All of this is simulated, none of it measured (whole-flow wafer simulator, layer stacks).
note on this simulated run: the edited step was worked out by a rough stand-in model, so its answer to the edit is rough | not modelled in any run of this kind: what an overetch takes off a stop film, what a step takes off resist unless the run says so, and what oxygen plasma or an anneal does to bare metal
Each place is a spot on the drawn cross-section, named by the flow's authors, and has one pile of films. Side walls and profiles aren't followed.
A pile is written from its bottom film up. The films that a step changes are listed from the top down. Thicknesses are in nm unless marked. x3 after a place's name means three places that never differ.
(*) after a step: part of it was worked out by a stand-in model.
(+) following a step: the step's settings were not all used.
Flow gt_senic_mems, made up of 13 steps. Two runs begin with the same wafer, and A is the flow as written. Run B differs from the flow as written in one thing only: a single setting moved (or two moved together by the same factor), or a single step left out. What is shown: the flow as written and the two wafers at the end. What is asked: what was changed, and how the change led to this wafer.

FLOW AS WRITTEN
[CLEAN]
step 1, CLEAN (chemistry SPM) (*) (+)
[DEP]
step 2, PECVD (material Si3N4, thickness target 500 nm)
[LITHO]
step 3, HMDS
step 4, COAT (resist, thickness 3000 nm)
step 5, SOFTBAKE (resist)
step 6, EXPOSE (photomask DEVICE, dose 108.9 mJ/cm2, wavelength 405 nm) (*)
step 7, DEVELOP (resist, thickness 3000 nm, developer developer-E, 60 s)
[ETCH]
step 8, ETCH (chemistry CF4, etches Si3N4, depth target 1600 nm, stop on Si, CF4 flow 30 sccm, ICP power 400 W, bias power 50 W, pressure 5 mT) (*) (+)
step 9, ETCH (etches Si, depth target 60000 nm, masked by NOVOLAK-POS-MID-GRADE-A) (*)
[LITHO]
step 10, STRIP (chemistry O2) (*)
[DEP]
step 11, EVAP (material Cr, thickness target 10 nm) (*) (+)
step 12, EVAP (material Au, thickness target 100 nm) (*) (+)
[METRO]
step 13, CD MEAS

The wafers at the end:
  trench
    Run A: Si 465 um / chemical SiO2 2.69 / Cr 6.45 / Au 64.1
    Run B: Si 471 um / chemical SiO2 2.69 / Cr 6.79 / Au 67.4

The reason: step 9, ETCH: depth target 54000 nm was run, while the flow as written has depth target 60000 nm.

Step by step, how the change led to this:
  step 9, ETCH (etches Si, depth target 60000 nm, masked by NOVOLAK-POS-MID-GRADE-A) (*)
      field: A resist loses 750 | B resist loses 675
      trench: A Si loses 60 um | B Si loses 54 um
  step 10, STRIP (chemistry O2) (*)
      field: A resist loses 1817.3 (all of it) | B resist loses 1892.3 (all of it)
  step 12, EVAP (material Au, thickness target 100 nm) (*) (+)
      trench: A Au gains 64.1 (new film) | B Au gains 67.4 (new film)
